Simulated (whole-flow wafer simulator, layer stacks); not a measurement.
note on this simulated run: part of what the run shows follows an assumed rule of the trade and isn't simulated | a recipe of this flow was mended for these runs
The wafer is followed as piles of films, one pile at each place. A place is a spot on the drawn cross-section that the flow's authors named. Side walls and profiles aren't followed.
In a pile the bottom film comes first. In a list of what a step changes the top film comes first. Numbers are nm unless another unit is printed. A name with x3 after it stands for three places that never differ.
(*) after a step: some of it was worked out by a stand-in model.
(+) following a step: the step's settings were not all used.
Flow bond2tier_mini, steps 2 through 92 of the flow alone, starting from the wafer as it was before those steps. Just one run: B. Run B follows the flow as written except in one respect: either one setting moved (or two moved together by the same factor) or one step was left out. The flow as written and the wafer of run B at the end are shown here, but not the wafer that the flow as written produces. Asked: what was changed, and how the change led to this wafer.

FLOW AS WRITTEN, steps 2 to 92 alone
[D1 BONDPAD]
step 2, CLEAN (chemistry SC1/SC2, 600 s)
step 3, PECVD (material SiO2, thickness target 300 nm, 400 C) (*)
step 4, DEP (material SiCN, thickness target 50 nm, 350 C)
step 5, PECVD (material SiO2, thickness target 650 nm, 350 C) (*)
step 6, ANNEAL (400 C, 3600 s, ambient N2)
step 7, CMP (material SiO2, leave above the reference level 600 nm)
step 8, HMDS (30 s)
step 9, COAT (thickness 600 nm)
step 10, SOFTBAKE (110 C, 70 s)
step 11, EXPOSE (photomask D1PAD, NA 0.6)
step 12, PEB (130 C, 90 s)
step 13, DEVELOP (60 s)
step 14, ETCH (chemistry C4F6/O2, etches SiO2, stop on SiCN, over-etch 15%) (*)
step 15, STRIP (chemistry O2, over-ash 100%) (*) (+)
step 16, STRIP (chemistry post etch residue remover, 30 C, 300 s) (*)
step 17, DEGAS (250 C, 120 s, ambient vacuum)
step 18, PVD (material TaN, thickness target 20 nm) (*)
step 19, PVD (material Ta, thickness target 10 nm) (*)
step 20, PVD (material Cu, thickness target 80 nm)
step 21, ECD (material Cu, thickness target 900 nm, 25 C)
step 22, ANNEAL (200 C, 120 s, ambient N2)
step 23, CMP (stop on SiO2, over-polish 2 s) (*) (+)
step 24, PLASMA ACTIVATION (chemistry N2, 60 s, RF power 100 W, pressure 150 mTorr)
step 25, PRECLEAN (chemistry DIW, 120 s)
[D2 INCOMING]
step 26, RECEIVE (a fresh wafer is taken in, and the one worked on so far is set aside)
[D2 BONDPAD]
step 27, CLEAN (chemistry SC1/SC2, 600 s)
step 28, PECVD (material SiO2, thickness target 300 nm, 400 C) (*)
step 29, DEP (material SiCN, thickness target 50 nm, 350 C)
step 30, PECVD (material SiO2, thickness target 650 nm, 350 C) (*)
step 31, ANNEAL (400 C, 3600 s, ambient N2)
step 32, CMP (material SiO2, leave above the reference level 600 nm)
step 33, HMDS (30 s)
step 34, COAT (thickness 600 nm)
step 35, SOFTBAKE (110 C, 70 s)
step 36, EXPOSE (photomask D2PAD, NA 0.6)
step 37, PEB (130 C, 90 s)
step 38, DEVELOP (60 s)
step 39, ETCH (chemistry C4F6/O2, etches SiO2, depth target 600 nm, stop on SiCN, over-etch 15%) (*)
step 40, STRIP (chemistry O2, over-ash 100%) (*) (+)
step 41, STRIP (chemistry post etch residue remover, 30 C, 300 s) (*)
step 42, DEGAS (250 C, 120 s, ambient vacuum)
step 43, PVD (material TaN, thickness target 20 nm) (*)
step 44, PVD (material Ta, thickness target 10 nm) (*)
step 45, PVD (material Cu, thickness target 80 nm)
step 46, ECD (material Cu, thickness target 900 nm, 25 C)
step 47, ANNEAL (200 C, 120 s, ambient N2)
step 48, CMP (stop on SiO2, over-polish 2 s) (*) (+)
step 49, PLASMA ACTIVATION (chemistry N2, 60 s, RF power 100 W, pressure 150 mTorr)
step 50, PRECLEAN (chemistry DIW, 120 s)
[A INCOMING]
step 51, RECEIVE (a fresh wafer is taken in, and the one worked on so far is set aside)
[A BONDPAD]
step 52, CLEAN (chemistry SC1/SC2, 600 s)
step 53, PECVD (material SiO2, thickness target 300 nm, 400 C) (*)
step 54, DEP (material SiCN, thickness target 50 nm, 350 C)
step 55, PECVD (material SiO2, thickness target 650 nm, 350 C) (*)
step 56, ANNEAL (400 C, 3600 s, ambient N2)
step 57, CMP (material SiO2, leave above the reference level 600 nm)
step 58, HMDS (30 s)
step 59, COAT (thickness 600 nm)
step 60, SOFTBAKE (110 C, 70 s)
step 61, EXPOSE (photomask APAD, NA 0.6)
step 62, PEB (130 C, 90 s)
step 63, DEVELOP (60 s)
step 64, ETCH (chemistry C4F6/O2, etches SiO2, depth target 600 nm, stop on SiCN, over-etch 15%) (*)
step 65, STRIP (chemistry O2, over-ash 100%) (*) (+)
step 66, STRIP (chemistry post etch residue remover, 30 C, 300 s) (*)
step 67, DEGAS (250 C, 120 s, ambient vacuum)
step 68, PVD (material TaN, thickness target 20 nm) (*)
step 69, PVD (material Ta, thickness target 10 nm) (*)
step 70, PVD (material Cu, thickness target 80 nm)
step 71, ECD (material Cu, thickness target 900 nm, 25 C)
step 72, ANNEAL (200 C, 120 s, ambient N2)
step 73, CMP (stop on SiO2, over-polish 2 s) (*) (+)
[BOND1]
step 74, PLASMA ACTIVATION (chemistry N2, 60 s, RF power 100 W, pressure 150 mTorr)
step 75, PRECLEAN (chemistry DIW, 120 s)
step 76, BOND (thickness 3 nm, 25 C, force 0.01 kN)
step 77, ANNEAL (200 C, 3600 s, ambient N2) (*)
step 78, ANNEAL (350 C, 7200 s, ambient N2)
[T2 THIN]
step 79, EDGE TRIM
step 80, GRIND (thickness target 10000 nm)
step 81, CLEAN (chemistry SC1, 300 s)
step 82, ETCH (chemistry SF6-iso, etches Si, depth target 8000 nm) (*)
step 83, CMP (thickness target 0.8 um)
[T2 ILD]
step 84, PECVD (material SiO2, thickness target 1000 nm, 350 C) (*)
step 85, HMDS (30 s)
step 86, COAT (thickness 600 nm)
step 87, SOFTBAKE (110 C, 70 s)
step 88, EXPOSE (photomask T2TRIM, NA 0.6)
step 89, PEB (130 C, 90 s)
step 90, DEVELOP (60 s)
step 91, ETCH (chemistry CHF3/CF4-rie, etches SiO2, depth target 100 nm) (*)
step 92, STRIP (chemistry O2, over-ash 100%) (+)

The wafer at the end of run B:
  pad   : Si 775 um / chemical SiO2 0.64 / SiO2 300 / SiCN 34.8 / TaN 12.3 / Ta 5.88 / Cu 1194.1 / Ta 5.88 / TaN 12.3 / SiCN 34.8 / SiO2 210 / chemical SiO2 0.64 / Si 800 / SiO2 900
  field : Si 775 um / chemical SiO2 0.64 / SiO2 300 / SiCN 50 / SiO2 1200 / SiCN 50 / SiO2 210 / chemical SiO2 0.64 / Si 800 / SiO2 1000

Cause: step 3, PECVD: thickness target 210 nm was run, though the flow has thickness target 300 nm.
One can read it off the wafer: pad has SiO2 210, and step 3 as written asks for 300 nm.

The path from the change to this, step by step:
  step 3, PECVD (material SiO2, thickness target 300 nm, 400 C) (*)
      field, pad, via: +210 SiO2 (new film) (it would be, as written: +300 SiO2 (new film))
  step 76, BOND (thickness 3 nm, 25 C, force 0.01 kN)
      field: +775 um Si (new film), +0.64 chemical SiO2 (new film), +210 SiO2 (new film), +50 SiCN (new film), +600 SiO2 (it would be, as written: +775 um Si (new film), +0.64 chemical SiO2 (new film), +300 SiO2 (new film), +50 SiCN (new film), +600 SiO2)
      pad: +775 um Si (new film), +0.64 chemical SiO2 (new film), +210 SiO2 (new film), +34.8 SiCN (new film), +12.3 TaN (new film), +5.88 Ta (new film), +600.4 Cu (it would be, as written: +775 um Si (new film), +0.64 chemical SiO2 (new film), +300 SiO2 (new film), +34.8 SiCN (new film), +12.3 TaN (new film), +5.88 Ta (new film), +600.4 Cu)
      (and at 1 other place as well)
